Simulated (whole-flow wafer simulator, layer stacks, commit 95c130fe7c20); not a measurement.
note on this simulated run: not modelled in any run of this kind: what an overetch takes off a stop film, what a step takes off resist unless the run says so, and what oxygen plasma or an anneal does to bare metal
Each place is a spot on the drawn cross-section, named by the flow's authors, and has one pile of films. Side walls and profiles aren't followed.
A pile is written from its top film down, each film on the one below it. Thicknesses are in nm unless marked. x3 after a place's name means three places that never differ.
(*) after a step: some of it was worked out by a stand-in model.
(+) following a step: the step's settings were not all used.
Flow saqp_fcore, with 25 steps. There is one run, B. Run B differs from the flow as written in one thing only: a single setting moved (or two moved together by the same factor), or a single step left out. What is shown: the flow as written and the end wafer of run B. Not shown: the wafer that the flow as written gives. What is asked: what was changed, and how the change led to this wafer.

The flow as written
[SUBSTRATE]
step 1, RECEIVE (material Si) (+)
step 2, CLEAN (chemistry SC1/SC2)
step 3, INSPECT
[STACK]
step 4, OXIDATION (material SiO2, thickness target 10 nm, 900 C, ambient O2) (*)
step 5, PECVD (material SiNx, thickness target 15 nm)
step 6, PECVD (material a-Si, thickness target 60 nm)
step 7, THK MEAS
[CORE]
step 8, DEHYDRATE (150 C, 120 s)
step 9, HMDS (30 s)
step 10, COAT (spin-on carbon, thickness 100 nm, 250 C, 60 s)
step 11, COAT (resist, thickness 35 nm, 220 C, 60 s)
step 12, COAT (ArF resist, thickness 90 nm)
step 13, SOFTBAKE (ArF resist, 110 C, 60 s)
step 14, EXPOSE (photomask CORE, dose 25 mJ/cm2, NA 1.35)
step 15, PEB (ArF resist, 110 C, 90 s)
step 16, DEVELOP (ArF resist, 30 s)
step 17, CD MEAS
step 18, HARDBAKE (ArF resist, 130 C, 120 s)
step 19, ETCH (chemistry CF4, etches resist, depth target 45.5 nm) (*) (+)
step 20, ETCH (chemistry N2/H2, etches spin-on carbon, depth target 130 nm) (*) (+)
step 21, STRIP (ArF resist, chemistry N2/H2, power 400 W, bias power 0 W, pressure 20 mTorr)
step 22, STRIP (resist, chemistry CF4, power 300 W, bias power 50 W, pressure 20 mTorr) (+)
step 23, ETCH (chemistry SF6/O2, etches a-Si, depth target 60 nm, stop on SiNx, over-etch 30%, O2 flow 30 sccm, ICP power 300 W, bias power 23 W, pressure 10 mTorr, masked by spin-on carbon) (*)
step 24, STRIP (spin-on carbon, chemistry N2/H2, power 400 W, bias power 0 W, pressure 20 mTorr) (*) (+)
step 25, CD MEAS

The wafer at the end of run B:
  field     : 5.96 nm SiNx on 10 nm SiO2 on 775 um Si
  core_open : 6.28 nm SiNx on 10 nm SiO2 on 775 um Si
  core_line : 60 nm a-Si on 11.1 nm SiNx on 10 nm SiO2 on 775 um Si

Cause: step 5, PECVD: thickness target 11.1 nm was run, though the flow has thickness target 15 nm.
One can read it off the wafer: core_line has SiNx 11.1, and step 5 as written asks for 15 nm.

Step by step, how the change led to this:
  step 5, PECVD (material SiNx, thickness target 15 nm)
      field, core_open, core_line: +11.1 SiNx (new film) (as written it would have been: +15 SiNx (new film))
